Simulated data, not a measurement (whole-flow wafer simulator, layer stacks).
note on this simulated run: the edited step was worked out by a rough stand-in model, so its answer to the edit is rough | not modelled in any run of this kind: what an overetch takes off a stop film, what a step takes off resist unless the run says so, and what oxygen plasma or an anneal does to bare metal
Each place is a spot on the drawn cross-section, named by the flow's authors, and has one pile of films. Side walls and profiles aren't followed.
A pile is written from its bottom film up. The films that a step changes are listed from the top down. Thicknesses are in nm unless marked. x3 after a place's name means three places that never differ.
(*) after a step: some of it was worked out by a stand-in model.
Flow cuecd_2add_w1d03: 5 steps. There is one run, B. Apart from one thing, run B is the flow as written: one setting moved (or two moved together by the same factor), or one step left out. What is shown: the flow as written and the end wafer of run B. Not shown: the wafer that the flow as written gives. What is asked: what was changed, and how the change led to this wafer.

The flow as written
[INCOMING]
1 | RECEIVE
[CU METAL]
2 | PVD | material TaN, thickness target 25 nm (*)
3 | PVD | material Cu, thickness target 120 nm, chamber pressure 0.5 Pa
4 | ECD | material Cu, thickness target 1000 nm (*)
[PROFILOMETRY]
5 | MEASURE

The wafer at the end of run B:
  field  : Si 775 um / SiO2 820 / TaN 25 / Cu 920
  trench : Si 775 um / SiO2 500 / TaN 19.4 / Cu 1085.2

The reason: step 4, ECD: thickness target 800 nm was run, whereas the flow has thickness target 1000 nm.

Step by step, how the change led to this:
  4 | ECD | material Cu, thickness target 1000 nm (*)
      field: Cu gains 800 (in the flow as written it would be: Cu gains 1000)
      trench: Cu gains 991.8 (in the flow as written it would be: Cu gains 1226.8)
